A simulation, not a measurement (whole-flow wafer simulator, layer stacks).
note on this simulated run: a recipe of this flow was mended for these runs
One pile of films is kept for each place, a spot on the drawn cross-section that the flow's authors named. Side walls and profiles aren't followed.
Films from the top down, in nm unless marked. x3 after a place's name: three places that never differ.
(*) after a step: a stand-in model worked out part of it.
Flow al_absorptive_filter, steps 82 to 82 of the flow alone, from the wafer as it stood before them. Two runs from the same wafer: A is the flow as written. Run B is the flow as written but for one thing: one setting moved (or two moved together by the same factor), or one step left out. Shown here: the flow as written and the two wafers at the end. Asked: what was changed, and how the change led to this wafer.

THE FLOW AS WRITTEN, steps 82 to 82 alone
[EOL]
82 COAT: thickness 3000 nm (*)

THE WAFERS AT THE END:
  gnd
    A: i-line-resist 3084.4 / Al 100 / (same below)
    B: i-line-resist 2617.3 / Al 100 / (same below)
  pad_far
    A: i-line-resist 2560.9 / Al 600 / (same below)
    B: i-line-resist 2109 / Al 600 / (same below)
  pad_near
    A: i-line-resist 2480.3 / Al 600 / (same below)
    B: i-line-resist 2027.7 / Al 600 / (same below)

The cause: step 82, COAT: thickness 2534 nm was run, where the flow has thickness 3000 nm.

How the change led to this, step by step:
  82 COAT: thickness 3000 nm (*)
      xa_field, xl_land, idc_field: A i-line-resist +3000 (new film) | B i-line-resist +2534 (new film)
      gnd: A i-line-resist +3084.4 (new film) | B i-line-resist +2617.3 (new film)
      (and at 10 more places)
